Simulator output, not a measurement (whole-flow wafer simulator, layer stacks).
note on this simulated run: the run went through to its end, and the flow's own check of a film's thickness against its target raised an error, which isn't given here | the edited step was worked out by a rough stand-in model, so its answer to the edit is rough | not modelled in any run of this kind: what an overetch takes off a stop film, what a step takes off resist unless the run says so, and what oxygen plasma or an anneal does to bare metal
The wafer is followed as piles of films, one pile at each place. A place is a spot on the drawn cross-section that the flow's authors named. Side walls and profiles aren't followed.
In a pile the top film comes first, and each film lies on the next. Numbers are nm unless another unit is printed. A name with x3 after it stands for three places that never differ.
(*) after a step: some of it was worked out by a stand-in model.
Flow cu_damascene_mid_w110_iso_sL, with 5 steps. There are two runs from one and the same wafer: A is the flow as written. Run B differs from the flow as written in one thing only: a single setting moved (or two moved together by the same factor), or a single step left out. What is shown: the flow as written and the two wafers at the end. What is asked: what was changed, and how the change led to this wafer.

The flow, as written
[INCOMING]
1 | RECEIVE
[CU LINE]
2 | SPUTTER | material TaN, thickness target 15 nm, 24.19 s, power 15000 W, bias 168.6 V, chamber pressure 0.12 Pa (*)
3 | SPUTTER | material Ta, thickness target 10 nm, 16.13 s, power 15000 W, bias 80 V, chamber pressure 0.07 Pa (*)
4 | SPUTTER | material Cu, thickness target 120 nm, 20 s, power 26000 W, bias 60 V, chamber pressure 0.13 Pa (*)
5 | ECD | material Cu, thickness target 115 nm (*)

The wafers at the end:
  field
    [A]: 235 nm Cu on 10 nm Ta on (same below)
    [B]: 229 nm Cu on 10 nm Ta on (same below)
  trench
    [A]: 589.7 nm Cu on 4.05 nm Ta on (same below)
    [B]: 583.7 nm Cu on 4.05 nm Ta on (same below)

What caused this: step 4, SPUTTER: thickness target 114 nm was run, though the flow has thickness target 120 nm; step 4, SPUTTER: 19 s was run, where the flow has 20 s.

How this came from the change, step by step:
  4 | SPUTTER | material Cu, thickness target 120 nm, 20 s, power 26000 W, bias 60 V, chamber pressure 0.13 Pa (*)
      field: A +120 Cu (new film) | B +114 Cu (new film)
      trench: A +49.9 Cu (new film) | B +47.4 Cu (new film)
